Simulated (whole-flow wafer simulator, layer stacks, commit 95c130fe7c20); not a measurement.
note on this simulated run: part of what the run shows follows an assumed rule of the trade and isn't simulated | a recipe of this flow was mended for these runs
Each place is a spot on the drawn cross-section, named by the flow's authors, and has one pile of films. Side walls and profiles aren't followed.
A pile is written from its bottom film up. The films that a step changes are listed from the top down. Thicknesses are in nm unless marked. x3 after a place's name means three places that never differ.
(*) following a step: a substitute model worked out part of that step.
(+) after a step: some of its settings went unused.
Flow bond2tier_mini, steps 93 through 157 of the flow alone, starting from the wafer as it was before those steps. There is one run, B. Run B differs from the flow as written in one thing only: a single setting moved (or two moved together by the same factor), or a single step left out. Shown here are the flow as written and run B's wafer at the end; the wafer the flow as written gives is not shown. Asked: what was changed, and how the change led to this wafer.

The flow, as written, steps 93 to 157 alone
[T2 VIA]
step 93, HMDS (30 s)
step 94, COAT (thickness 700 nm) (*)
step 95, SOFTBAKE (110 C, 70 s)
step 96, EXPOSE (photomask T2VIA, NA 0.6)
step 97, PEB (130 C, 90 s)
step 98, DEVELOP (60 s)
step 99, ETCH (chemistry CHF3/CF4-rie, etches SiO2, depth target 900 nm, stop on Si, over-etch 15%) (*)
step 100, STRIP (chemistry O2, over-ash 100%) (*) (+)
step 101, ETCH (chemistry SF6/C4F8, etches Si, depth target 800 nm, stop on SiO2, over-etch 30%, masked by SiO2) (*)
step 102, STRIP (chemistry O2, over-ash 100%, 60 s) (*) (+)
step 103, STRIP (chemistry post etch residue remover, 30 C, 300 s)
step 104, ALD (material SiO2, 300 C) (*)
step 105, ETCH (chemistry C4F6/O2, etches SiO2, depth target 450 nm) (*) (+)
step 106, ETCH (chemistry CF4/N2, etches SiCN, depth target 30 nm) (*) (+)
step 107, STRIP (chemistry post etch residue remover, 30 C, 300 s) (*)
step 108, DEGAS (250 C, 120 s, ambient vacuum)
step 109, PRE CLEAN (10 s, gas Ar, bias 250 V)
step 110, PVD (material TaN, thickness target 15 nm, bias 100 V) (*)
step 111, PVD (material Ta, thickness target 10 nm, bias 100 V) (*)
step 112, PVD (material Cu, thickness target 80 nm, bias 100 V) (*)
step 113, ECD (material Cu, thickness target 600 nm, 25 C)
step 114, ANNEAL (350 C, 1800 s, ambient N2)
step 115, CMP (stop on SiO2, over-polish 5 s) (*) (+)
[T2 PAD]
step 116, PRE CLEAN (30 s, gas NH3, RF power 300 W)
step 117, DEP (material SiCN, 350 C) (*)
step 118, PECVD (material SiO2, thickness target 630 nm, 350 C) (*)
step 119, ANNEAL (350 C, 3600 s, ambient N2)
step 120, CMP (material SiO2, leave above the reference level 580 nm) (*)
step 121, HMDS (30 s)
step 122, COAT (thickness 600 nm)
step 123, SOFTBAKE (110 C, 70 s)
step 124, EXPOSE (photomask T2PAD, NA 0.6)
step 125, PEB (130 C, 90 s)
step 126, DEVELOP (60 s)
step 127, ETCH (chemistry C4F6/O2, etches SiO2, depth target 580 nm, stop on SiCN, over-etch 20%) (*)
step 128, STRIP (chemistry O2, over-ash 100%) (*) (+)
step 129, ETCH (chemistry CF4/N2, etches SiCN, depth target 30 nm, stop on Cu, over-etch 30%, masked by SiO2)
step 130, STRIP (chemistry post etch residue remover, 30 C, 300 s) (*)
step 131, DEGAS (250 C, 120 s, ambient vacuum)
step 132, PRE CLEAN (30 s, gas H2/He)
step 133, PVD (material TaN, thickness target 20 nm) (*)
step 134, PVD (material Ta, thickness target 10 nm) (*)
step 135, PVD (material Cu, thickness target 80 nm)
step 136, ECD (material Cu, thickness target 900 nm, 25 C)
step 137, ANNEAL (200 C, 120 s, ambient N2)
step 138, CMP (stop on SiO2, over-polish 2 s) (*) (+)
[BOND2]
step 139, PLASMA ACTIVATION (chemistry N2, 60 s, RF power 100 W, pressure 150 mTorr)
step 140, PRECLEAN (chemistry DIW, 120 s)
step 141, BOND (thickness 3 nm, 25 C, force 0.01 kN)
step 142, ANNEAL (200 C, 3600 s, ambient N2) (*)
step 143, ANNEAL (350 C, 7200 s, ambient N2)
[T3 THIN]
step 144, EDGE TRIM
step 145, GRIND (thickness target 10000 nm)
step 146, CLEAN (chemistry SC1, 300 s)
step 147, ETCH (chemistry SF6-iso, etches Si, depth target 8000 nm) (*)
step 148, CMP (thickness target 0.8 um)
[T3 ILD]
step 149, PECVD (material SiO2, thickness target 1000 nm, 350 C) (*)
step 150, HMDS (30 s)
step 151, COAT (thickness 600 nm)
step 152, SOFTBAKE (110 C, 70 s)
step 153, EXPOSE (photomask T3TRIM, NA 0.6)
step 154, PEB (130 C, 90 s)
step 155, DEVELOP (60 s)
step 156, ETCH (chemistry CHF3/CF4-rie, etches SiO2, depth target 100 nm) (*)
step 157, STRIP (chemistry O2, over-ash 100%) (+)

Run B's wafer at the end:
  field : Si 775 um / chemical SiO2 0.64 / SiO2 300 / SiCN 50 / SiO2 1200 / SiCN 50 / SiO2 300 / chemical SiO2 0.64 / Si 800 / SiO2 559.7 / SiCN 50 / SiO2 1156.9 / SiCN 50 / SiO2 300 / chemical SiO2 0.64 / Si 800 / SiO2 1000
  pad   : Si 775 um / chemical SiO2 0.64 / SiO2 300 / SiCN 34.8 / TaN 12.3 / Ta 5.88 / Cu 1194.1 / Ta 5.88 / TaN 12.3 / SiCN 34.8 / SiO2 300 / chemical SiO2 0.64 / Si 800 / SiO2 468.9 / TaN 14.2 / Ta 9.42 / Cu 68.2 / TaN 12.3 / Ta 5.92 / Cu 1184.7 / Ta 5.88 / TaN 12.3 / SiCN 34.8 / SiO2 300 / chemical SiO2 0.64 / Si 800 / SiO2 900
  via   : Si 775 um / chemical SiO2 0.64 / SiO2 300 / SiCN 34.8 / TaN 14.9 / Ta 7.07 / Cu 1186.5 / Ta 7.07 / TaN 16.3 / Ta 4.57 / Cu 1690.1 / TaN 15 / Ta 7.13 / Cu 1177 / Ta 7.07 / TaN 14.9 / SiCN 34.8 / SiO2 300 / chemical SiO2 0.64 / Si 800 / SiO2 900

What caused this: step 106, ETCH: depth target 26.8 nm was run, while the flow as written has depth target 30 nm.

How this came from the change, step by step:
  step 106, ETCH (chemistry CF4/N2, etches SiCN, depth target 30 nm) (*) (+)
      field, pad: -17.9 SiO2 (it would be, as written: -20 SiO2)
      via: -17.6 SiCN (all of it), -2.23 TaN (it would be, as written: -17.6 SiCN (all of it), -3.01 TaN)
